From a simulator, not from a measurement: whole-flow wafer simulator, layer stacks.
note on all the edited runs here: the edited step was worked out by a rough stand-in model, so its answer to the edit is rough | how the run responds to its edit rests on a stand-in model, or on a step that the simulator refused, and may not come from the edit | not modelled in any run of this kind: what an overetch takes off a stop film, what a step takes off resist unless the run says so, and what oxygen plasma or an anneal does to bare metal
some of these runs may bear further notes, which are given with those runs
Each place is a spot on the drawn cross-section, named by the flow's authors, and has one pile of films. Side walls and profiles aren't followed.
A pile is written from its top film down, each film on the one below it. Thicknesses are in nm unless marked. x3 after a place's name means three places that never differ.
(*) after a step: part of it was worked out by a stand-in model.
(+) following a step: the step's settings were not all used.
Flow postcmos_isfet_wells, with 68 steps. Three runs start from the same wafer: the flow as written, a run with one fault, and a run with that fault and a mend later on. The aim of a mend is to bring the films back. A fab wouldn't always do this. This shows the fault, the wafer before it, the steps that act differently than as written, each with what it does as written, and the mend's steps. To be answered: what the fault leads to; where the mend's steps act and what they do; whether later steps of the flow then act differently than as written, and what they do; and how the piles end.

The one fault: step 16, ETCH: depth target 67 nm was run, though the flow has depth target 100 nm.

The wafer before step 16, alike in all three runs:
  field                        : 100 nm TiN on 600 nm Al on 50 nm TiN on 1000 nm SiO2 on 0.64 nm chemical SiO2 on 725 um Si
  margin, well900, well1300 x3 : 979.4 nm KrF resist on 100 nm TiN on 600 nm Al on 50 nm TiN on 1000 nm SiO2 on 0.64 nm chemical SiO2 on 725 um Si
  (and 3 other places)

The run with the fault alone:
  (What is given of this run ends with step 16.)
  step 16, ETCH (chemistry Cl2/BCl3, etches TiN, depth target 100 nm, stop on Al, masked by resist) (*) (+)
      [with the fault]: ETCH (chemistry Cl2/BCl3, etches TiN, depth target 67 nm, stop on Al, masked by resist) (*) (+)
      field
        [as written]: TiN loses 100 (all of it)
        [with the fault]: TiN loses 67
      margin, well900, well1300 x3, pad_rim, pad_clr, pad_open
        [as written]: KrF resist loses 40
        [with the fault]: KrF resist loses 26.8
  Once step 16 is done, the piles at field depart from the flow's by more than 2% or 0.5 nm, whichever is larger.
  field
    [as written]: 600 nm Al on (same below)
    [with the fault]: 33 nm TiN on 600 nm Al on (same below)

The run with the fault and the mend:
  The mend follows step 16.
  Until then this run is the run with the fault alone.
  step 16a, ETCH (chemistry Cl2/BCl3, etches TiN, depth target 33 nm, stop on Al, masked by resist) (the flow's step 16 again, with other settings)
      margin, well900, well1300 x3, pad_rim, pad_clr, pad_open
        KrF resist loses 13.2
      field
        TiN loses 33 (all of it)
  Later steps of the flow that are run all act as written at every place that is followed.
  The piles end the same as the flow's at every place that both follow.
